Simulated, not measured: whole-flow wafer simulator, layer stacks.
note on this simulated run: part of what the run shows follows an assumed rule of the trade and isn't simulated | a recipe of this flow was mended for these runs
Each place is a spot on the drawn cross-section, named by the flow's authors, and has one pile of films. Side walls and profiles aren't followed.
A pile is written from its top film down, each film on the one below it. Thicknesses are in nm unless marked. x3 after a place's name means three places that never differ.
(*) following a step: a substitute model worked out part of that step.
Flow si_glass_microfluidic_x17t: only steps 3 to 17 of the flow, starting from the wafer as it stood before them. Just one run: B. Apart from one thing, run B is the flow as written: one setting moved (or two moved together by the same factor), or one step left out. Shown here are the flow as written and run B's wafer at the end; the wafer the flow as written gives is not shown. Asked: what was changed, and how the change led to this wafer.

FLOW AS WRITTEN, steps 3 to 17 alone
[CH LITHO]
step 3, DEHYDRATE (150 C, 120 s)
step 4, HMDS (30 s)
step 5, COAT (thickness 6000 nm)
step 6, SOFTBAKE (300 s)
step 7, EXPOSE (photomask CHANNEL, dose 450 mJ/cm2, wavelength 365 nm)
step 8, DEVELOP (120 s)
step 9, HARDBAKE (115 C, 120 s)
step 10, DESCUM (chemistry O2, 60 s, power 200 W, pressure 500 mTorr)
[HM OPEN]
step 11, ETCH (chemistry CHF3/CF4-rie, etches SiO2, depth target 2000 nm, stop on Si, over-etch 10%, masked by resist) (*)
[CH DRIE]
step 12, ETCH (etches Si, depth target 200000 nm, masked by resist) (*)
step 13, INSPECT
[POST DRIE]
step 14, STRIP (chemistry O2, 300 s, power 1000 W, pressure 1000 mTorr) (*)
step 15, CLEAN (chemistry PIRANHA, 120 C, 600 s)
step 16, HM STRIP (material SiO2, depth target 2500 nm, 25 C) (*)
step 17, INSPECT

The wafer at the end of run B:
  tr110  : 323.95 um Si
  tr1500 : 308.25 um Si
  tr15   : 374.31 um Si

What caused this: step 5, COAT: thickness 6720 nm was run, though the flow has thickness 6000 nm; step 11, ETCH: depth target 2240 nm was run, where the flow has depth target 2000 nm.

How this came from the change, step by step:
  step 5, COAT (thickness 6000 nm)
      land, tr110, tr1500, tr15: +6720 thick-i-line-resist (new film) (as written it would have been: +6000 thick-i-line-resist (new film))
  step 8, DEVELOP (120 s)
      tr110, tr1500, tr15: -6720 thick-i-line-resist (all of it) (as written it would have been: -6000 thick-i-line-resist (all of it))
  step 9, HARDBAKE (115 C, 120 s)
      land: -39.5 thick-i-line-resist (as written it would have been: -33.5 thick-i-line-resist)
  step 11, ETCH (chemistry CHF3/CF4-rie, etches SiO2, depth target 2000 nm, stop on Si, over-etch 10%, masked by resist) (*)
      tr110, tr1500, tr15: -2000 SiO2 (all of it), -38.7 Si (as written it would have been: -2000 SiO2 (all of it), -16.7 Si)
      land: -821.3 thick-i-line-resist (as written it would have been: -733.3 thick-i-line-resist)
  step 12, ETCH (etches Si, depth target 200000 nm, masked by resist) (*)
      tr1500: -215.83 um Si (as written it would have been: -215.73 um Si)
      tr15: -149.76 um Si (as written it would have been: -149.99 um Si)
  step 14, STRIP (chemistry O2, 300 s, power 1000 W, pressure 1000 mTorr) (*)
      land: -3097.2 thick-i-line-resist (all of it) (as written it would have been: -2472.3 thick-i-line-resist (all of it))
